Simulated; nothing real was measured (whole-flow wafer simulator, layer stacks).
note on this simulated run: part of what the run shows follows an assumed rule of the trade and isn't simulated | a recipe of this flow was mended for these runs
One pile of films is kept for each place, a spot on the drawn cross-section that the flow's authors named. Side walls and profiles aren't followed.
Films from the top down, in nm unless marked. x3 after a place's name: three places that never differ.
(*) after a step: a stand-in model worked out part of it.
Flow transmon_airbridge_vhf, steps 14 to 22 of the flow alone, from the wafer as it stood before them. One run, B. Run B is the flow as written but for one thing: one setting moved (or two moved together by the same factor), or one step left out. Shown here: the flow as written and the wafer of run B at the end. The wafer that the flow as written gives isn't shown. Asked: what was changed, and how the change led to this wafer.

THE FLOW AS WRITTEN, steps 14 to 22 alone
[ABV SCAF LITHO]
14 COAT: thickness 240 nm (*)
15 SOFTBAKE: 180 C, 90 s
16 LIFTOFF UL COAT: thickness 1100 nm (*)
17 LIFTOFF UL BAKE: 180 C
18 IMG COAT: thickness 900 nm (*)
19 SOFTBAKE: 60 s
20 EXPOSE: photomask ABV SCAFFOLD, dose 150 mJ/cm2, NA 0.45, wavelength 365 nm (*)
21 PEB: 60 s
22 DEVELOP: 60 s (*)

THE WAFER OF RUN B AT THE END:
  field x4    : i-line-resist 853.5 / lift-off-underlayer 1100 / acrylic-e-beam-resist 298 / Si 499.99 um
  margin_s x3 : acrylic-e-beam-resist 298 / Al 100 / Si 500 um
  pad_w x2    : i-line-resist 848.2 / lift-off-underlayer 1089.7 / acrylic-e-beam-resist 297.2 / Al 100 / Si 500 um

The cause: step 14, COAT: thickness 298 nm was run, where the flow has thickness 240 nm.
It can be read off the wafer: field x4 has acrylic-e-beam-resist 298, and step 14 as written asks for 240 nm.

How the change led to this, step by step:
  14 COAT: thickness 240 nm (*)
      field x4, trace_open_s x2, margin_s x3: acrylic-e-beam-resist +298 (new film) (as written it would be: acrylic-e-beam-resist +240 (new film))
      pad_w x2: acrylic-e-beam-resist +297.2 (new film) (as written it would be: acrylic-e-beam-resist +239.3 (new film))
      (and at 6 more places)
